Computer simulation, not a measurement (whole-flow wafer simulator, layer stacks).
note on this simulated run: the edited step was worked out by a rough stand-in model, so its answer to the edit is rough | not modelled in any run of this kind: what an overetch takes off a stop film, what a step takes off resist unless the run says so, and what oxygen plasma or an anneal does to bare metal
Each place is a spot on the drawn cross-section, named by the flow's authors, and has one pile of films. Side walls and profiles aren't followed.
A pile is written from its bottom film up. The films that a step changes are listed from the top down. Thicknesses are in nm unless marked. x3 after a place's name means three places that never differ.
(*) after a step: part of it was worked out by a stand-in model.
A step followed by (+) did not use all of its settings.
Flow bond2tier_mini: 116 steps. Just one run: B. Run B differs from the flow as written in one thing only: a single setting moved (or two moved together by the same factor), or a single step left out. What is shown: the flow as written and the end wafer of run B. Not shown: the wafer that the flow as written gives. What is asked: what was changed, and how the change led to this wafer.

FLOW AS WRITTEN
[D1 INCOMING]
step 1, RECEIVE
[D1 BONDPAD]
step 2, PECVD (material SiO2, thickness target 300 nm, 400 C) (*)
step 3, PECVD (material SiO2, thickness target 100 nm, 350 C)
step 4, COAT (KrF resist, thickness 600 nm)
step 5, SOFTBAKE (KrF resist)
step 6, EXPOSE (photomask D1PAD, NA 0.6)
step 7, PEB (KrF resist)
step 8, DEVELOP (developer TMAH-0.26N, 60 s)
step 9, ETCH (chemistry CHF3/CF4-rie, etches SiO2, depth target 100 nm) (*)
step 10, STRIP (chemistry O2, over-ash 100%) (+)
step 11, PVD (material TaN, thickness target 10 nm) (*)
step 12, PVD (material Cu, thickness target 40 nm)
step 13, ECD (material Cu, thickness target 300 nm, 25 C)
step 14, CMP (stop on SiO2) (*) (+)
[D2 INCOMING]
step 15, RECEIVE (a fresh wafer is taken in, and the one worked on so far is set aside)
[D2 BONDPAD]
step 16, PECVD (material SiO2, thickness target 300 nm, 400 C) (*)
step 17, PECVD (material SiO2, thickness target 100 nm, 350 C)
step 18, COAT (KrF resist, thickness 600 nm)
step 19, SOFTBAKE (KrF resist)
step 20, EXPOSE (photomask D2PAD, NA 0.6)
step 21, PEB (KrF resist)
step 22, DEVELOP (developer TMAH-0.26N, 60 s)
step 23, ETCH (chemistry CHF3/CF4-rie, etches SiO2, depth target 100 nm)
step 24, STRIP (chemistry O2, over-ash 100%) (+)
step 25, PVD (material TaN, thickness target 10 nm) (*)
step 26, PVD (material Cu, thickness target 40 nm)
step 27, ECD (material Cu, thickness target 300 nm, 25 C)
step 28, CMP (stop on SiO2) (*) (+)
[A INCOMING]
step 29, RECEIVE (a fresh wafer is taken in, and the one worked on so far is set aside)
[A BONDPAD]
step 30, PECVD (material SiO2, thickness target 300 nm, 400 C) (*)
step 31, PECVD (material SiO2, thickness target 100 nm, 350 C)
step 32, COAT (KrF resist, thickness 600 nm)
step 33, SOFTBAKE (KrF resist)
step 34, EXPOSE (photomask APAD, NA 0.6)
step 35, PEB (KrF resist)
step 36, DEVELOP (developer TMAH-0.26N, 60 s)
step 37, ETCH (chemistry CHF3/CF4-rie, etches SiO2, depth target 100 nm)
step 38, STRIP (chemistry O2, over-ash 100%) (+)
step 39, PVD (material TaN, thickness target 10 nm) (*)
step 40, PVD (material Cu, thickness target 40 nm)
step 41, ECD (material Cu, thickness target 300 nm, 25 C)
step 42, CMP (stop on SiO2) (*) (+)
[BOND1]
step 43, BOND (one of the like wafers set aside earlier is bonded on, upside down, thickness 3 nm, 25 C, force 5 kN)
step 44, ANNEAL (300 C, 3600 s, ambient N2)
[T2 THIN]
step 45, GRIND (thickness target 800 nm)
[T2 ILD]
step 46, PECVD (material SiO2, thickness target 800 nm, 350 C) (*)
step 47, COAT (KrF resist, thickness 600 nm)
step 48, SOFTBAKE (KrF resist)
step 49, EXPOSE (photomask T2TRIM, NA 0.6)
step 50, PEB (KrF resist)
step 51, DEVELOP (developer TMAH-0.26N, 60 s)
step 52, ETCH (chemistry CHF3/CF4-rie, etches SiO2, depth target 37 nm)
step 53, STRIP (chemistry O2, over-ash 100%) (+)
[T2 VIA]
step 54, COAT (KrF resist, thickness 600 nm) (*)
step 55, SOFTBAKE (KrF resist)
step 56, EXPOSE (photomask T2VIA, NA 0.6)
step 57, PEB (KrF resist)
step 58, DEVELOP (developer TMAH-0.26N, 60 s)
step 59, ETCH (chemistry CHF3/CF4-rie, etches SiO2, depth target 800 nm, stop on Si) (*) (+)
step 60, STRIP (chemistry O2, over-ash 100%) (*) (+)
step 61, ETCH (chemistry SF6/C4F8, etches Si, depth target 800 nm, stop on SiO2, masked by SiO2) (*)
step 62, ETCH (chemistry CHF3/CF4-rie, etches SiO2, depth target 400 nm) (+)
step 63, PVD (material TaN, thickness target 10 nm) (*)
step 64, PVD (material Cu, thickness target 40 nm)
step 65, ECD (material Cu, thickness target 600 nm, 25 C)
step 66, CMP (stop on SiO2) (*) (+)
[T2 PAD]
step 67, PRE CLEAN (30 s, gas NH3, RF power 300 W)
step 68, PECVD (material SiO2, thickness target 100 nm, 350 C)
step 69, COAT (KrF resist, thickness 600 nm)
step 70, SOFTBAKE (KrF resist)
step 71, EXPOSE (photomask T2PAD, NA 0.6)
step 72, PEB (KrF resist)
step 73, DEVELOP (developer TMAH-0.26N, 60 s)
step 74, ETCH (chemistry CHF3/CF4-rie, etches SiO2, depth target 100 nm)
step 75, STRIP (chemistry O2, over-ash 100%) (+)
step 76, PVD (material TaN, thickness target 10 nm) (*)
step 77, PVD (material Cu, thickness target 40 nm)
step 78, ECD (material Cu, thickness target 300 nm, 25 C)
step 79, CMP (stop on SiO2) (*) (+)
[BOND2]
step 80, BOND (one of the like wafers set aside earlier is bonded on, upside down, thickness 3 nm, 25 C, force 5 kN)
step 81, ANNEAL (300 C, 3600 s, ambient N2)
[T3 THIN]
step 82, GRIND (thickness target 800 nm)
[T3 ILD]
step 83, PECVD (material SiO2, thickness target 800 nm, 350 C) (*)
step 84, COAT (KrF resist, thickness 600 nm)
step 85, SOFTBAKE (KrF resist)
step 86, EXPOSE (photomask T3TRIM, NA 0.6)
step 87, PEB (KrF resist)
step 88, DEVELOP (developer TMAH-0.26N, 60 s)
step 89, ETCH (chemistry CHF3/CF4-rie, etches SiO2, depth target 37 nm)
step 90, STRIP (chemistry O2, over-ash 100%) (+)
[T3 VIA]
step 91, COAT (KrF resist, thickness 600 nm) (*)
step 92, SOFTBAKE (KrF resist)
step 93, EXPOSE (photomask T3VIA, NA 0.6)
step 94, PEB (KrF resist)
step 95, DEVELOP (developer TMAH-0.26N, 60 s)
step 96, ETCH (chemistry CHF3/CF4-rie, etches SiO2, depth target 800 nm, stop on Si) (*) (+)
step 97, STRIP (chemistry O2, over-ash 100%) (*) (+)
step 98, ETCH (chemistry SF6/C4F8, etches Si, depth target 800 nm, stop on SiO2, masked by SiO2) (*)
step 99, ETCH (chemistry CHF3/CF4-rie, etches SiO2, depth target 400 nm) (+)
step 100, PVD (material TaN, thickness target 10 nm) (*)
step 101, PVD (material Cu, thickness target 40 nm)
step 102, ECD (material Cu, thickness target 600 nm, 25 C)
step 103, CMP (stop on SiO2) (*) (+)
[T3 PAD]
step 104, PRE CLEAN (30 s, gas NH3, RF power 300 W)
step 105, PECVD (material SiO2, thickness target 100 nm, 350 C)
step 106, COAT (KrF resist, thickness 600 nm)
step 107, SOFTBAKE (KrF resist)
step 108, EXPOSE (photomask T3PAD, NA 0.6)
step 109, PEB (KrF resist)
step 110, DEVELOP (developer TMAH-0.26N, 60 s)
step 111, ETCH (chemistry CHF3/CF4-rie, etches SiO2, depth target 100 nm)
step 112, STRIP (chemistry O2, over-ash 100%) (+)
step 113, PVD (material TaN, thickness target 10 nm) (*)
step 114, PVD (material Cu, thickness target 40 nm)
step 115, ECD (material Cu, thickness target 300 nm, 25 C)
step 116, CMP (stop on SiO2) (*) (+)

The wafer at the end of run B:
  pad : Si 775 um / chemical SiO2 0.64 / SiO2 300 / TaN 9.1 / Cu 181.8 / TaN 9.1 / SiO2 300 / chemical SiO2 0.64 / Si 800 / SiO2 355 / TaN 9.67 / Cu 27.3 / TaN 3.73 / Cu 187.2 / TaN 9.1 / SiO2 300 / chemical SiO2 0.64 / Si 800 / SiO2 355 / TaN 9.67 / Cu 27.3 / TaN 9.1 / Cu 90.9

Cause: step 76, PVD: thickness target 4.1 nm was run, though the flow has thickness target 10 nm.

The path from the change to this, step by step:
  step 76, PVD (material TaN, thickness target 10 nm) (*)
      field: TaN gains 4.1 (new film) (in the flow as written it would be: TaN gains 10 (new film))
      pad: TaN gains 3.73 (new film) (in the flow as written it would be: TaN gains 9.1 (new film))
  step 79, CMP (stop on SiO2) (*) (+)
      field: Cu loses 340 (all of it), TaN loses 4.1 (all of it) (in the flow as written it would be: Cu loses 340 (all of it), TaN loses 10 (all of it))
